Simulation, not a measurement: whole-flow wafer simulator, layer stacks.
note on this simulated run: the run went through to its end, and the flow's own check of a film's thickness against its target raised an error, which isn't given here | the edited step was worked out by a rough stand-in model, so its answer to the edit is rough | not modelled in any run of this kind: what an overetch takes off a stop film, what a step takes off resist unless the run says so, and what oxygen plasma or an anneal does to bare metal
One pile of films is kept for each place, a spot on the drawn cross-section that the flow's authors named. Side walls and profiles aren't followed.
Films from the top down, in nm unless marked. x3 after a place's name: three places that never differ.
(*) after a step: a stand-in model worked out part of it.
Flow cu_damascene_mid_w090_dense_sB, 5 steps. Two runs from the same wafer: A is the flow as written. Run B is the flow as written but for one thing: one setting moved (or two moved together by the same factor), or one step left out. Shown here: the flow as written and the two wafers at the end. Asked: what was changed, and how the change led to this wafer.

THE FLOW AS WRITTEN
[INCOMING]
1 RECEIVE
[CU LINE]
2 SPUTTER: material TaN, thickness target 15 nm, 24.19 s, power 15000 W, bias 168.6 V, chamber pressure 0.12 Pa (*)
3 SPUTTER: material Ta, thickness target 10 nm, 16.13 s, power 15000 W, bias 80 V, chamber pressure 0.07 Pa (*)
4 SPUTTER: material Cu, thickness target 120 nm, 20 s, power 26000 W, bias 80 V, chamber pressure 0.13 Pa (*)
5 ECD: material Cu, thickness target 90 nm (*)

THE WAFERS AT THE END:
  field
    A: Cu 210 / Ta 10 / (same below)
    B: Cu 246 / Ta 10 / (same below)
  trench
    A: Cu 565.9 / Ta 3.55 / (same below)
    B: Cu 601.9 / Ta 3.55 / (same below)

The cause: step 5, ECD: thickness target 126 nm was run, where the flow has thickness target 90 nm.

How the change led to this, step by step:
  5 ECD: material Cu, thickness target 90 nm (*)
      field: A Cu +90 | B Cu +126
      trench: A Cu +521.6 | B Cu +557.6
